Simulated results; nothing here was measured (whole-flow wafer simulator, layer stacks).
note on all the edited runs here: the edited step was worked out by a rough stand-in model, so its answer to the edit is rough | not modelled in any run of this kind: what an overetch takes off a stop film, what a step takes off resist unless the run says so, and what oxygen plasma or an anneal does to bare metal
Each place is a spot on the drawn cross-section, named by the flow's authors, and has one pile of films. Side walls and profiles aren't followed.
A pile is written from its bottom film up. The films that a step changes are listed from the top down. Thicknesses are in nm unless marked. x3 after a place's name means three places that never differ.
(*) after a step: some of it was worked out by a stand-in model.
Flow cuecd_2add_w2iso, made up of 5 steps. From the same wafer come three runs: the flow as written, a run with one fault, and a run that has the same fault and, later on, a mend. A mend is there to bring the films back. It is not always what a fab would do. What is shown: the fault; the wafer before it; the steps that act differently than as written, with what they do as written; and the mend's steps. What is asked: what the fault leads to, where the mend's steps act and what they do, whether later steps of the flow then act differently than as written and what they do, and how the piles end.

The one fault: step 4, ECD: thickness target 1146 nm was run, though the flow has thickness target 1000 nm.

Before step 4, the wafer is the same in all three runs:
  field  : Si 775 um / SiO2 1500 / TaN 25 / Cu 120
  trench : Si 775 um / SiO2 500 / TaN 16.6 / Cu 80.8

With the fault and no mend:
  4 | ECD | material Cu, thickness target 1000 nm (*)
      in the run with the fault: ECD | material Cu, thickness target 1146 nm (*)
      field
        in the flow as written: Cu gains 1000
        in the run with the fault: Cu gains 1146
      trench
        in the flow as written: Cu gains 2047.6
        in the run with the fault: Cu gains 2193.6
  Later steps of the flow that are run all act as written at every place that is followed.
  The piles end different from the flow's at field, trench by more than 2% or 0.5 nm, whichever is larger.
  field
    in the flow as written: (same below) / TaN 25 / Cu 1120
    in the run with the fault: (same below) / TaN 25 / Cu 1266
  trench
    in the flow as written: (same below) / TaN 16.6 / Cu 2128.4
    in the run with the fault: (same below) / TaN 16.6 / Cu 2274.4

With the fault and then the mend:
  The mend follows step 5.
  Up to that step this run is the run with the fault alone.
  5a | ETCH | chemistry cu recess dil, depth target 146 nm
      field, trench
        Cu loses 146
  Later steps of the flow that are run all act as written at every place that is followed.
  The piles end the same as the flow's at every place that both follow.
